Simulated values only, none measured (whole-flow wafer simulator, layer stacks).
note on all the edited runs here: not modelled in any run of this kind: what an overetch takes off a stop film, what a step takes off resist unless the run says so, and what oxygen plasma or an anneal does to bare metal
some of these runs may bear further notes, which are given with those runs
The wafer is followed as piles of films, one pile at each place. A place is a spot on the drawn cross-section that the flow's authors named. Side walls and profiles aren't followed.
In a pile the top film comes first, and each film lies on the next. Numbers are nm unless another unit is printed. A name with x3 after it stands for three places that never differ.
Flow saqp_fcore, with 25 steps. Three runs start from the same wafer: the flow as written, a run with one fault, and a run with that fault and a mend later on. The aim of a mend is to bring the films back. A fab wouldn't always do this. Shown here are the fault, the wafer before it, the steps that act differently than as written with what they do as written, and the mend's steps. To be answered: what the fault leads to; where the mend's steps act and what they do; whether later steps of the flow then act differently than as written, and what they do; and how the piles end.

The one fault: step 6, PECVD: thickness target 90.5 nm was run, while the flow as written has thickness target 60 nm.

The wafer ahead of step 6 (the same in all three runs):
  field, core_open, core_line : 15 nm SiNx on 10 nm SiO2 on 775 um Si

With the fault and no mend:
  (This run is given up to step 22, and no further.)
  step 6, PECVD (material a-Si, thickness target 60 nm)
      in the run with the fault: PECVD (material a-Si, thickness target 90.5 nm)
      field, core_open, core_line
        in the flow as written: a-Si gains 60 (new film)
        in the run with the fault: a-Si gains 90.5 (new film)
  Later steps of the flow up to step 22 that are run all act as written at every place that is followed.
  Once step 22 is done, the piles at field, core_open, core_line depart from the flow's by more than 2% or 0.5 nm, whichever is larger.
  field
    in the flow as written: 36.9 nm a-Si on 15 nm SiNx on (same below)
    in the run with the fault: 67.4 nm a-Si on 15 nm SiNx on (same below)
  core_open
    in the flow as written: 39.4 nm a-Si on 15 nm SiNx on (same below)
    in the run with the fault: 69.9 nm a-Si on 15 nm SiNx on (same below)
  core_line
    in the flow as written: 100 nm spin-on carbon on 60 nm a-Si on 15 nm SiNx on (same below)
    in the run with the fault: 100 nm spin-on carbon on 90.5 nm a-Si on 15 nm SiNx on (same below)

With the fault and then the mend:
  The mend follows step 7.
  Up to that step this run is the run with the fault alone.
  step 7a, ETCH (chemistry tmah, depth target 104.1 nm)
      field, core_open, core_line
        a-Si loses 90.5 (all of it)
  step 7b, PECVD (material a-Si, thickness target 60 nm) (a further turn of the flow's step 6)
      field, core_open, core_line
        a-Si gains 60 (new film)
  Later steps of the flow that are run all act as written at every place that is followed.
  The piles end the same as the flow's at every place that both follow.
